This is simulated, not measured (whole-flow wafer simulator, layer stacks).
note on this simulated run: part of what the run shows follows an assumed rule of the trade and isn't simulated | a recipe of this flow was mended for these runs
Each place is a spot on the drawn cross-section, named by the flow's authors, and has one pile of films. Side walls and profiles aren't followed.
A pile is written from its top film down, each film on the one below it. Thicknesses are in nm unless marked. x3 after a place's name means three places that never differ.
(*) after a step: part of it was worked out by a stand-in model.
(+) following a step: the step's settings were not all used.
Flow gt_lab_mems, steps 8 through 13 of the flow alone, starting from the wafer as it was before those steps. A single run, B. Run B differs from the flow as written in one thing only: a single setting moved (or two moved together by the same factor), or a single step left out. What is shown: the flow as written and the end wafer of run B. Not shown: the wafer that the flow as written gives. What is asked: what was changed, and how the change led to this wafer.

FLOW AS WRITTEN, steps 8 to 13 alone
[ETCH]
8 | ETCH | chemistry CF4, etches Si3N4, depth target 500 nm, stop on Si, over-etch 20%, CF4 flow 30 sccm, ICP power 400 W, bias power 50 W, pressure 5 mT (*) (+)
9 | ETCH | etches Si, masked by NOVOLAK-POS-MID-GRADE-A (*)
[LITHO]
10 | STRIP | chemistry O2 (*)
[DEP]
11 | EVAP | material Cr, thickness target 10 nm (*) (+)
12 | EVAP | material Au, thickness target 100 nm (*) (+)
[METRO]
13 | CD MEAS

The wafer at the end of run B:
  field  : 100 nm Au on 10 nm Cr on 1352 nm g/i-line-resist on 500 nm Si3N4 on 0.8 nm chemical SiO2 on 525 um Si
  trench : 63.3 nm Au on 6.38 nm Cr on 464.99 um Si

Cause: step 10, STRIP: chemistry O2 (*), was omitted.

The path from the change to this, step by step:
  (no step that both runs have acts differently by more than 2% or 0.5 nm, whichever is larger)
